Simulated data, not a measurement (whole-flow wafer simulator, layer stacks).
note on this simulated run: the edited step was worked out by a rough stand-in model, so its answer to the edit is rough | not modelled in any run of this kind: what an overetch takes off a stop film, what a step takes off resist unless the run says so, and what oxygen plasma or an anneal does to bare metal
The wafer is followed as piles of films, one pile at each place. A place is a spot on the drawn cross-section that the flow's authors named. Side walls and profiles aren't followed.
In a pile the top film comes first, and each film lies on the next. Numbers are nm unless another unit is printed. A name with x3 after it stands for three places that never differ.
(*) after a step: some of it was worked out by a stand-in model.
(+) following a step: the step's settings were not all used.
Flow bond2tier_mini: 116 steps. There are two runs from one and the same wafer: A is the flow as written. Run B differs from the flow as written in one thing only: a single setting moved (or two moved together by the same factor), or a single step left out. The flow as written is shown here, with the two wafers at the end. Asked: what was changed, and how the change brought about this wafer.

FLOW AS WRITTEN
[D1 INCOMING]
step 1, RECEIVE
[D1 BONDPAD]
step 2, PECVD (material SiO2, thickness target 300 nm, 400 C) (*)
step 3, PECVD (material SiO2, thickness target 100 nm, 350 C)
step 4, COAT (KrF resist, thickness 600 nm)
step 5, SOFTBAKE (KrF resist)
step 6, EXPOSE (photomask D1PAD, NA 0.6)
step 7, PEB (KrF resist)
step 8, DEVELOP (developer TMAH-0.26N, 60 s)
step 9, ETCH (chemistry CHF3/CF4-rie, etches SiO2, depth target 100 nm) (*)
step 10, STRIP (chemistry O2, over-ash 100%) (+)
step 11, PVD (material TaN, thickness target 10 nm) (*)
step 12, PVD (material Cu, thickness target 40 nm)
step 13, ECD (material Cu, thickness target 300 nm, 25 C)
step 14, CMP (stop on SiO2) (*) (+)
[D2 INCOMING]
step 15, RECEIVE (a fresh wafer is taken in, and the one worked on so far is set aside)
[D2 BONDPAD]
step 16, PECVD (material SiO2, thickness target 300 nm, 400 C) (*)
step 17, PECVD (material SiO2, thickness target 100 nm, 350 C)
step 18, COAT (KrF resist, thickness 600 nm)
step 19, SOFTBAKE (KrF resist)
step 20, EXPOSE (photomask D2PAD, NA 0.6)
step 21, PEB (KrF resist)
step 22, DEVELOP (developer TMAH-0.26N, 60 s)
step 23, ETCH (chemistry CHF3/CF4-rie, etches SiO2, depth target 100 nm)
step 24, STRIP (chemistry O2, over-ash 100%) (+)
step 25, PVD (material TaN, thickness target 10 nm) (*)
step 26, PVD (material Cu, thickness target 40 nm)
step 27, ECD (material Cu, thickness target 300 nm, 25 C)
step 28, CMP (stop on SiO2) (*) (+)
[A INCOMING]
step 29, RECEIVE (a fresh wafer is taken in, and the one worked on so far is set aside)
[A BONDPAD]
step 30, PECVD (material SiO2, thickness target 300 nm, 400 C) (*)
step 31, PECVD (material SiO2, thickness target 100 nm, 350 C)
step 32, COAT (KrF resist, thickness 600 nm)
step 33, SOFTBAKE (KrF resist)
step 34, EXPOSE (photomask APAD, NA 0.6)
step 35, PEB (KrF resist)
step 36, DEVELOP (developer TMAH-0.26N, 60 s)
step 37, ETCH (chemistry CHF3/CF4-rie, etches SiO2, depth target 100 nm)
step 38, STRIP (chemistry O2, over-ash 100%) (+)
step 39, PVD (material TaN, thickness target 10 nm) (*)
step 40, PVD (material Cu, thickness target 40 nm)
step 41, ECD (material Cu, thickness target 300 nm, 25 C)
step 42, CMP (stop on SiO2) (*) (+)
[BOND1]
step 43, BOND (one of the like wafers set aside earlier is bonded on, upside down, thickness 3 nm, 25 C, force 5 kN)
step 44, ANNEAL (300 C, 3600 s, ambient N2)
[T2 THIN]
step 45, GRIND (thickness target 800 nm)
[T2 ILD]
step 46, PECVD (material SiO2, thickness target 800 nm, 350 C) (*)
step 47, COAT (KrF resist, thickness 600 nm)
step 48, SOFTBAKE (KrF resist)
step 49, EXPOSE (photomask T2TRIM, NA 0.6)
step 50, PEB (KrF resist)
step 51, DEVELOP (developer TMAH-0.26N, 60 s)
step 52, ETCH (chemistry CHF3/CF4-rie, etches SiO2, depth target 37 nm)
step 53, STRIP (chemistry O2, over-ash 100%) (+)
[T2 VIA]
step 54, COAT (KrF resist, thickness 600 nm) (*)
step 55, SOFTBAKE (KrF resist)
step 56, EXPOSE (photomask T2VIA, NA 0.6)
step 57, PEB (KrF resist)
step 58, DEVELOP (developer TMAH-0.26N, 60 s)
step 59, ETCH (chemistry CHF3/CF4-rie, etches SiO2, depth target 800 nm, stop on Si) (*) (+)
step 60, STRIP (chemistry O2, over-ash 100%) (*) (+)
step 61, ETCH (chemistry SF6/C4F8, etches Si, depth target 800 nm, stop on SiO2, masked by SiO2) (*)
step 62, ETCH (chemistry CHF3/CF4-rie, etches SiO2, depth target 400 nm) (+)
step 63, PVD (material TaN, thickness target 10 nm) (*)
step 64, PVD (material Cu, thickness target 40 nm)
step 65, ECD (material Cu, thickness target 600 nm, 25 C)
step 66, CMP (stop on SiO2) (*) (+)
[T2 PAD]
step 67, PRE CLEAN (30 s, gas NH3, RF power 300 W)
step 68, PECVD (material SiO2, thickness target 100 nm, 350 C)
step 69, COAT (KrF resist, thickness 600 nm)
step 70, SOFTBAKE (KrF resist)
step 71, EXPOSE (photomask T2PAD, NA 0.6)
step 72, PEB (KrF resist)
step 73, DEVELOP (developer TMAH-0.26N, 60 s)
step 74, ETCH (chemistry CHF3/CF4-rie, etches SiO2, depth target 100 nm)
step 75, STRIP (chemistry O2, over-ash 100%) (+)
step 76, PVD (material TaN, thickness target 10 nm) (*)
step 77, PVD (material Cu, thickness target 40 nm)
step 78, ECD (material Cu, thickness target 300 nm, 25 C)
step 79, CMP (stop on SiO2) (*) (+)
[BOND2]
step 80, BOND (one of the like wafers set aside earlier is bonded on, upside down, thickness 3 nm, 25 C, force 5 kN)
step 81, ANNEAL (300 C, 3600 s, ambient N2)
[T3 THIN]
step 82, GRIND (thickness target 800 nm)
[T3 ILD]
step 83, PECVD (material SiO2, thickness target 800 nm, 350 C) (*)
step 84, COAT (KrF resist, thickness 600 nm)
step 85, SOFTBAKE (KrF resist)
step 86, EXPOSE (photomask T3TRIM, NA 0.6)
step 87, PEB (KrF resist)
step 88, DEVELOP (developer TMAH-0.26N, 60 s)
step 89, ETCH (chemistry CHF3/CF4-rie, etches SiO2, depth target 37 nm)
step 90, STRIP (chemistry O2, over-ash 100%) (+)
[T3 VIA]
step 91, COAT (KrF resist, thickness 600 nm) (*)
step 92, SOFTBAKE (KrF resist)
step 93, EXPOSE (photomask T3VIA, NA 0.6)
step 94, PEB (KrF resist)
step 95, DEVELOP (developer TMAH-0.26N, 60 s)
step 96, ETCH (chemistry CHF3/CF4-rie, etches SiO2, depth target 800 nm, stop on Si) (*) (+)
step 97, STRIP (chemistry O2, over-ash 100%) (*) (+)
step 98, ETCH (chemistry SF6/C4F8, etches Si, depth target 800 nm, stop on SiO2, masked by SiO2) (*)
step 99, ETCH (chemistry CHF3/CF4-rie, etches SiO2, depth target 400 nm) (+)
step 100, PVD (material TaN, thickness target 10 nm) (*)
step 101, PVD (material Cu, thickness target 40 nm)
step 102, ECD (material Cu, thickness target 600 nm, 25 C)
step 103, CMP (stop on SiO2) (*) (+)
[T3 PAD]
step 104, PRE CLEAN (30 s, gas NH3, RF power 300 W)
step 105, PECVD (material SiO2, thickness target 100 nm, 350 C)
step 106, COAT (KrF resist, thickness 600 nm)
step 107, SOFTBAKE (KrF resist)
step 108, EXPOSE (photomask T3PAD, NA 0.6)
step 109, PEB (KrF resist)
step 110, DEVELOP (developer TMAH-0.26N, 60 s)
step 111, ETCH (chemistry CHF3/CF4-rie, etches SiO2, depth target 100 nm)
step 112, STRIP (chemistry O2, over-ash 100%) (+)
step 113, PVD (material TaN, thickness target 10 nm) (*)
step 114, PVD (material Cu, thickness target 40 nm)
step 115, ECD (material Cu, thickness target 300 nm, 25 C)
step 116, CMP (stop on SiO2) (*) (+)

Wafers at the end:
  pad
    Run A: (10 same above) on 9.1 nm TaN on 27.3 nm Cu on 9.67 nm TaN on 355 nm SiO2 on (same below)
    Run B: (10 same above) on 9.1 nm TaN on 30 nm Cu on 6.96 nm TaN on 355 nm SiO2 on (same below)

The reason: step 63, PVD: thickness target 7.2 nm was run, whereas the flow has thickness target 10 nm.

The path from the change to this, step by step:
  step 63, PVD (material TaN, thickness target 10 nm) (*)
      field: A TaN gains 10 (new film) | B TaN gains 7.2 (new film)
      pad: A TaN gains 9.67 (new film) | B TaN gains 6.96 (new film)
  step 66, CMP (stop on SiO2) (*) (+)
      field: A Cu loses 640 (all of it), TaN loses 10 (all of it) | B Cu loses 640 (all of it), TaN loses 7.2 (all of it)
